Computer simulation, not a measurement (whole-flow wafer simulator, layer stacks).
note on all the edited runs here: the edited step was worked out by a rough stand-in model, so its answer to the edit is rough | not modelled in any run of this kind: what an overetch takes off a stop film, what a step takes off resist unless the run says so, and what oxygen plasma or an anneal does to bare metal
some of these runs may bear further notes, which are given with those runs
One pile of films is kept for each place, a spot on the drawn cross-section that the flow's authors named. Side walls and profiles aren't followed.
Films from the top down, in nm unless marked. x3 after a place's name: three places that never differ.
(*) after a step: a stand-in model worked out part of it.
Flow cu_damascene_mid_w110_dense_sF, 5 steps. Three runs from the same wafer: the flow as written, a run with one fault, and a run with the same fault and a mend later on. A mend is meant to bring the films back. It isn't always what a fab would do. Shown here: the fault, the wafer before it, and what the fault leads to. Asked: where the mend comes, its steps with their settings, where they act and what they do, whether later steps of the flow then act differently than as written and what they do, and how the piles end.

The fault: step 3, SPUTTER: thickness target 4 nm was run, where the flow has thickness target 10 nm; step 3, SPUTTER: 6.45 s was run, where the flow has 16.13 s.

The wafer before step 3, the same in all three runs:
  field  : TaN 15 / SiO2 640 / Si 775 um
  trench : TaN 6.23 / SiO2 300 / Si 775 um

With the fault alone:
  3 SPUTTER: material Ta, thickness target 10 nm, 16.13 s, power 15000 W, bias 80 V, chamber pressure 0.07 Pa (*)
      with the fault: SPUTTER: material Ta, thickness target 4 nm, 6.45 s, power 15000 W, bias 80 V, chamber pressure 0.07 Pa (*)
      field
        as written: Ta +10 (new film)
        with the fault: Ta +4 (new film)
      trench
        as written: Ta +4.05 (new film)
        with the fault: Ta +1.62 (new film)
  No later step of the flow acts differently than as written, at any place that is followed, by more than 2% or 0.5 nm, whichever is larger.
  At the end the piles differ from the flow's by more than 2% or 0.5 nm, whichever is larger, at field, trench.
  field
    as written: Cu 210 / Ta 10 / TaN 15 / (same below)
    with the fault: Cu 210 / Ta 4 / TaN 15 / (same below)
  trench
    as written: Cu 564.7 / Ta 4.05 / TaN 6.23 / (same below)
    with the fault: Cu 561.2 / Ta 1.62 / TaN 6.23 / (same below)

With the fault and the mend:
  The mend comes after step 3.
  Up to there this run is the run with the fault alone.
  3a SPUTTER: material Ta, thickness target 6 nm, 9.678 s, power 15000 W, bias 80 V, chamber pressure 0.07 Pa (*) (the flow's step 3 once more, with other settings)
      field
        Ta +6
      trench
        Ta +2.39
  No later step of the flow acts differently than as written, at any place that is followed, by more than 2% or 0.5 nm, whichever is larger.
  At the end the piles differ from the flow's only slightly at the places that both follow, by at most 2% or 0.5 nm, whichever is larger.
